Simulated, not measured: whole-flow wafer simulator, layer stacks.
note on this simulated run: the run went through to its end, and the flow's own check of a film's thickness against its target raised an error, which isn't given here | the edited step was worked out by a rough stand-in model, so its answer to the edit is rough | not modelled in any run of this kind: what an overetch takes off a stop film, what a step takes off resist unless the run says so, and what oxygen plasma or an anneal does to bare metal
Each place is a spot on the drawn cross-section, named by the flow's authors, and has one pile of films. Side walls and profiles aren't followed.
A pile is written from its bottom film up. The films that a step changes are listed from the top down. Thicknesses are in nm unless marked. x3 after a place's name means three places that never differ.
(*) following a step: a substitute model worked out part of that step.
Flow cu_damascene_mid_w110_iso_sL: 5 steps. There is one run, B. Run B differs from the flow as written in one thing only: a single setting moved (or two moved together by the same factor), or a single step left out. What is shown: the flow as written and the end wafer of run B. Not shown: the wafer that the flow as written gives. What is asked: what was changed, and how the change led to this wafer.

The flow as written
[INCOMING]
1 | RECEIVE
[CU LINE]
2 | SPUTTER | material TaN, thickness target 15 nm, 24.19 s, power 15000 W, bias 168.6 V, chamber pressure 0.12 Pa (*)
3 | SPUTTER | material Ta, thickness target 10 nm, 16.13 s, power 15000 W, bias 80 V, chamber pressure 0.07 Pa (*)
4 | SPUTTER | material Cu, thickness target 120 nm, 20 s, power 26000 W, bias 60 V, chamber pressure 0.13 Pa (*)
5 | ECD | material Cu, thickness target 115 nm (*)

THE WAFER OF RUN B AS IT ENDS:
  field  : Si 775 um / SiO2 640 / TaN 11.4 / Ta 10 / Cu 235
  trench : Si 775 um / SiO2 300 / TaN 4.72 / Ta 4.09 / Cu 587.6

The reason: step 2, SPUTTER: power 11380 W was run, though the flow has power 15000 W.

The path from the change to this, step by step:
  2 | SPUTTER | material TaN, thickness target 15 nm, 24.19 s, power 15000 W, bias 168.6 V, chamber pressure 0.12 Pa (*)
      field: +11.4 TaN (new film) (in the flow as written it would be: +15 TaN (new film))
      trench: +4.72 TaN (new film) (in the flow as written it would be: +6.23 TaN (new film))
